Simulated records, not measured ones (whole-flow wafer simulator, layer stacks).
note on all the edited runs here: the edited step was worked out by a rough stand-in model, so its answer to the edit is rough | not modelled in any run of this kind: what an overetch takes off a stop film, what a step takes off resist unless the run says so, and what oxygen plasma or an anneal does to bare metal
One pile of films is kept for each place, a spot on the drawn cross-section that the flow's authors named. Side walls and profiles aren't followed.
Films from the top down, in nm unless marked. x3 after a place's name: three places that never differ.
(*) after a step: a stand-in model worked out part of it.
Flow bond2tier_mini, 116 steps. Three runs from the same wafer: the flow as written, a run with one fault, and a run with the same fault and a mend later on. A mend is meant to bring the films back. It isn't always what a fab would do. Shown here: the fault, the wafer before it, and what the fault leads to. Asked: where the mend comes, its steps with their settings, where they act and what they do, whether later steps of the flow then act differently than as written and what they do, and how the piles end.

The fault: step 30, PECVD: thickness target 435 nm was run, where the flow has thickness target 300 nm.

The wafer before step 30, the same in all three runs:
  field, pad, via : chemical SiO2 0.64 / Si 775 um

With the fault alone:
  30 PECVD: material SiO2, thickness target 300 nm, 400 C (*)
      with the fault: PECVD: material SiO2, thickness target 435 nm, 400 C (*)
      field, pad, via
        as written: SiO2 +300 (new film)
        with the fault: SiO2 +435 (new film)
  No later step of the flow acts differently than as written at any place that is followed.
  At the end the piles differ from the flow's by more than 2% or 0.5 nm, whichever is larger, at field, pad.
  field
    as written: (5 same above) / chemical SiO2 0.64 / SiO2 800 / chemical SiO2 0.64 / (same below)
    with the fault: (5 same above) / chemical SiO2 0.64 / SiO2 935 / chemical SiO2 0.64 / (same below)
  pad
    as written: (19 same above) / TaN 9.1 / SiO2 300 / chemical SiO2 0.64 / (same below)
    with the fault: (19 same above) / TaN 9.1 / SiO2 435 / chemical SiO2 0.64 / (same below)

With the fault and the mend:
  The mend comes after step 30.
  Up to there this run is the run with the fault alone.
  30a ETCH: chemistry CHF3/CF4-rie, etches SiO2, depth target 135 nm (the flow's step 9 once more, with other settings)
      field, pad, via
        SiO2 -135
  No later step of the flow acts differently than as written at any place that is followed.
  At the end the piles are the same as the flow's at every place that both follow.
